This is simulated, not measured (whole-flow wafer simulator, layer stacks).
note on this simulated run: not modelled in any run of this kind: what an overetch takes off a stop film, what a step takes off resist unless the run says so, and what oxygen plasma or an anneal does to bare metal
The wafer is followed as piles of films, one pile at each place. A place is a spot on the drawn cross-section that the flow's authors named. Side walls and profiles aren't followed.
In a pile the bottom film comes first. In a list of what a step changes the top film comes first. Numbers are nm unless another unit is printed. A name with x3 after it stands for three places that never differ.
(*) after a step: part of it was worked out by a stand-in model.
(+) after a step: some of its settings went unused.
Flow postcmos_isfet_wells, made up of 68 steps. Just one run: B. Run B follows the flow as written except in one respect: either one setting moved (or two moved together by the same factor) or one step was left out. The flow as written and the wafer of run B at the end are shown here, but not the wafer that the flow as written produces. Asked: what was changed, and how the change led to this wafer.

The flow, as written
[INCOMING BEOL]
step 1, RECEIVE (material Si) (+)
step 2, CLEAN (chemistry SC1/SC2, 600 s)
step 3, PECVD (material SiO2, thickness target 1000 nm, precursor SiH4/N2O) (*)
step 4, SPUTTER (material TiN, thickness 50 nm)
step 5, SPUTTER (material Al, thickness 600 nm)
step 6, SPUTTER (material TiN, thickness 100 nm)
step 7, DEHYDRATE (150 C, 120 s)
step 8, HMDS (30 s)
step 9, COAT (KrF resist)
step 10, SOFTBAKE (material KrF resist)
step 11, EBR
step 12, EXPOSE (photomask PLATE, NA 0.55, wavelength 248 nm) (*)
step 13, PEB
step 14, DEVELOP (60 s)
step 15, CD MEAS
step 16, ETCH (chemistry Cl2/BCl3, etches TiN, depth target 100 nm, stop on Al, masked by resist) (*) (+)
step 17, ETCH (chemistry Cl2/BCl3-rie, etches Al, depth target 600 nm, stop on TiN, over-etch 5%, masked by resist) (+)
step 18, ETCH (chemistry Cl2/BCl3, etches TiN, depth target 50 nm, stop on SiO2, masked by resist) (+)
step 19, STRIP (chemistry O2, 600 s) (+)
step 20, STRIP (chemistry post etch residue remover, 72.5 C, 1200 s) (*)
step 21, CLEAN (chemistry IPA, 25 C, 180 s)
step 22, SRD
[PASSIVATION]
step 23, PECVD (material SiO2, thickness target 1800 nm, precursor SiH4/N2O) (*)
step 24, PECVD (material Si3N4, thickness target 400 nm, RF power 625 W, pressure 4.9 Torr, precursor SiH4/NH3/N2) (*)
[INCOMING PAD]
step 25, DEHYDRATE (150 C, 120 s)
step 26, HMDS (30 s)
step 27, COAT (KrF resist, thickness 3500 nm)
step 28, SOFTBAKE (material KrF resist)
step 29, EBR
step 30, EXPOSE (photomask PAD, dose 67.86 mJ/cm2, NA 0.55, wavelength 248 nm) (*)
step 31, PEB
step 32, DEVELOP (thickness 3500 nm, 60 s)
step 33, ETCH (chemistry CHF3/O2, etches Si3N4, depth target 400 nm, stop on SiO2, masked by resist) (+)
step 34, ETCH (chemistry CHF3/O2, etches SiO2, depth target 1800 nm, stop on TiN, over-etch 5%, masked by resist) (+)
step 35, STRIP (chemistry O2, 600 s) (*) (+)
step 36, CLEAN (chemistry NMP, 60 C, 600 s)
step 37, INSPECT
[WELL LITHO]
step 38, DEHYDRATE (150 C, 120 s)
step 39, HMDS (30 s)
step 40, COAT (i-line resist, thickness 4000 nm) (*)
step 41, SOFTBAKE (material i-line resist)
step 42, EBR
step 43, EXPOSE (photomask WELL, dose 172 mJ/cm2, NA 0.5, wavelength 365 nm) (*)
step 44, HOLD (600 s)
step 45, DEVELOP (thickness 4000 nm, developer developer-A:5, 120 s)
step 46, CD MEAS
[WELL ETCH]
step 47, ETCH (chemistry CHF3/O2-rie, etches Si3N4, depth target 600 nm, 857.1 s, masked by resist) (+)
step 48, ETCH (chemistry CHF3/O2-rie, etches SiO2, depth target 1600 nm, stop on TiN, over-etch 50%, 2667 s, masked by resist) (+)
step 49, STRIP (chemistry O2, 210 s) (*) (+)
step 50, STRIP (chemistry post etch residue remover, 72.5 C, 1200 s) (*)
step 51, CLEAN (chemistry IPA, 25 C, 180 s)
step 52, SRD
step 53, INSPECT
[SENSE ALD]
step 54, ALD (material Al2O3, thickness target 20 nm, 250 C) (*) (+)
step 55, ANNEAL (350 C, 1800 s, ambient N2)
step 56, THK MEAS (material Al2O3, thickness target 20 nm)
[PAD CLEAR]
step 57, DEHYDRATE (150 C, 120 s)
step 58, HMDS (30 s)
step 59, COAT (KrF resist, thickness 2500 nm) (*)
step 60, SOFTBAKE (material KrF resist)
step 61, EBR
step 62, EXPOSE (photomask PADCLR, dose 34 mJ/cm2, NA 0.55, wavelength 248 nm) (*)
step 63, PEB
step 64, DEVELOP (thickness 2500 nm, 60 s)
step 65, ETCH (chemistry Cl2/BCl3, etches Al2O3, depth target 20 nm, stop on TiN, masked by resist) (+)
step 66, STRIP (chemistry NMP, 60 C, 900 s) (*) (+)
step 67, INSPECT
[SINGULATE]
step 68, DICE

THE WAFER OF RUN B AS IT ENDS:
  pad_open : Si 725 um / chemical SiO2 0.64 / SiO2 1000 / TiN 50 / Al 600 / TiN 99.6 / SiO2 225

What caused this: step 34, ETCH: depth target 1575 nm was run, whereas the flow has depth target 1800 nm.

How this came from the change, step by step:
  step 34, ETCH (chemistry CHF3/O2, etches SiO2, depth target 1800 nm, stop on TiN, over-etch 5%, masked by resist) (+)
      pad_open: SiO2 loses 1575 (as written it would have been: SiO2 loses 1800 (all of it))
      field, margin, well900, well1300 x3, pad_rim, pad_clr: KrF resist loses 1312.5 (as written it would have been: KrF resist loses 1500)
  step 35, STRIP (chemistry O2, 600 s) (*) (+)
      field, margin, well900, well1300 x3, pad_rim, pad_clr: KrF resist loses 1800.8 (all of it) (as written it would have been: KrF resist loses 1613.3 (all of it))
  step 40, COAT (i-line resist, thickness 4000 nm) (*)
      pad_clr: i-line resist gains 3327.2 (new film) (as written it would have been: i-line resist gains 3256.8 (new film))
  step 41, SOFTBAKE (material i-line resist)
      pad_clr: i-line resist loses 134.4 (as written it would have been: i-line resist loses 156.7)
      pad_open: i-line resist gains 105.3 (as written it would have been: i-line resist gains 115.3)
  step 49, STRIP (chemistry O2, 210 s) (*) (+)
      pad_clr: i-line resist loses 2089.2 (all of it) (as written it would have been: i-line resist loses 1996.5 (all of it))
      pad_open: i-line resist loses 3725.5 (all of it) (as written it would have been: i-line resist loses 3816.3 (all of it))
  step 59, COAT (KrF resist, thickness 2500 nm) (*)
      pad_rim: KrF resist gains 2027.6 (new film) (as written it would have been: KrF resist gains 1976.4 (new film))
      pad_clr: KrF resist gains 1767.3 (new film) (as written it would have been: KrF resist gains 1691.6 (new film))
  step 63, PEB
      pad_clr: KrF resist loses 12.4 (as written it would have been: KrF resist loses 11.8)
  step 64, DEVELOP (thickness 2500 nm, 60 s)
      pad_clr: KrF resist loses 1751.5 (all of it) (as written it would have been: KrF resist loses 1676 (all of it))
  step 66, STRIP (chemistry NMP, 60 C, 900 s) (*) (+)
      pad_rim: KrF resist loses 1974.4 (all of it) (as written it would have been: KrF resist loses 1923.7 (all of it))
